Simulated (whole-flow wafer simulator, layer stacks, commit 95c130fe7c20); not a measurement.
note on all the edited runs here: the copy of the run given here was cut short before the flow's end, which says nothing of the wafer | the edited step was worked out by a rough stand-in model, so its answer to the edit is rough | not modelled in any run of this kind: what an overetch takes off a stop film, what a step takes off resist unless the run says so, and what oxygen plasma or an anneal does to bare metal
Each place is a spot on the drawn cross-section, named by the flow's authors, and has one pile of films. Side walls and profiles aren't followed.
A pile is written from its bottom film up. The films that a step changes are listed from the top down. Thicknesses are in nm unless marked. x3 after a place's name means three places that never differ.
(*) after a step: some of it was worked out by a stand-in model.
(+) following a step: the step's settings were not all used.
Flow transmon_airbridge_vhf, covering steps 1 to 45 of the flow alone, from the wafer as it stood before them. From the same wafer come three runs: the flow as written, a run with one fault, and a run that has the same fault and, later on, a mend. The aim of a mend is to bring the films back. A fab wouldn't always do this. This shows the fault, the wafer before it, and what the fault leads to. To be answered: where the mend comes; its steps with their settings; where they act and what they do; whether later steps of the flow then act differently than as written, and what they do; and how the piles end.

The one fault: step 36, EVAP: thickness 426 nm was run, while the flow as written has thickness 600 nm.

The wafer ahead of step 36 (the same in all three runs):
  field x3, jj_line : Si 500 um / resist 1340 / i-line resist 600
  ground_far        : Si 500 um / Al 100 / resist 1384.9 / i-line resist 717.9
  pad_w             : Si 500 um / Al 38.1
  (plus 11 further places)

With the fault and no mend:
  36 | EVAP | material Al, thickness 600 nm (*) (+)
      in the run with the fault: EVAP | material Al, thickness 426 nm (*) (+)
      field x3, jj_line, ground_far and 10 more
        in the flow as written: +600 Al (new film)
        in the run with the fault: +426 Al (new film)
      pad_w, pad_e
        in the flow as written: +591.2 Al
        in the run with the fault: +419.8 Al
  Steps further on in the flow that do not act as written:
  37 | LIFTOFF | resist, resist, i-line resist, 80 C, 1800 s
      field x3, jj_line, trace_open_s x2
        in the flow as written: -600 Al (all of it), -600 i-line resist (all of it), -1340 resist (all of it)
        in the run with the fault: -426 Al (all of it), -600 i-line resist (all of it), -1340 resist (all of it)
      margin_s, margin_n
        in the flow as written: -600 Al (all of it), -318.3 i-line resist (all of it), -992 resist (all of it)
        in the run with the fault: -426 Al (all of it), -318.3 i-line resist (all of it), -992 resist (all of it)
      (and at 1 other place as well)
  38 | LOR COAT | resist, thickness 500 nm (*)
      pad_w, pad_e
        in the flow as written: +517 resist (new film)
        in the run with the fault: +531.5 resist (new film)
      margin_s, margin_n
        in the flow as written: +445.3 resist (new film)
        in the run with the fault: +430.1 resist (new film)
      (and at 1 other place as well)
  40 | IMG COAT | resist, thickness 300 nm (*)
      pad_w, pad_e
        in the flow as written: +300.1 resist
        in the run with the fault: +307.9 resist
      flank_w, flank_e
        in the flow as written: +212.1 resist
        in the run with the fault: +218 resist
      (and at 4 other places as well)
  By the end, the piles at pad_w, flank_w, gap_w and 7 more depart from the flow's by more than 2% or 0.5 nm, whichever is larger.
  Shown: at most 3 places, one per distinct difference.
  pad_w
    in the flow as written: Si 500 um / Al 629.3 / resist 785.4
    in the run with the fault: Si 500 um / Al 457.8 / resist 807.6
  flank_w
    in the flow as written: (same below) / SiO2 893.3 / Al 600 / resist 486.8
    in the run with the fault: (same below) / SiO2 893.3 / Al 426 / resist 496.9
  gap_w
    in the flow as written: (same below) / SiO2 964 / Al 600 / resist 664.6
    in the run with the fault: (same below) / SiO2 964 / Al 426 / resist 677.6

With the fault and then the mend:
  The mend follows step 36.
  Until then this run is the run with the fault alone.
  36a | EVAP | material Al, thickness 174 nm (*) (+) (the flow's step 36, run once more with other settings)
      field x3, jj_line, ground_far and 10 more
        +174 Al
      pad_w, pad_e
        +171.4 Al
  Later steps of the flow that are run all act as written at every place that is followed, up to a difference of at most 2% or 0.5 nm, whichever is larger.
  When the end is reached, the piles differ only a little from the flow's at the places that both follow, at most by 2% or 0.5 nm, whichever is larger.
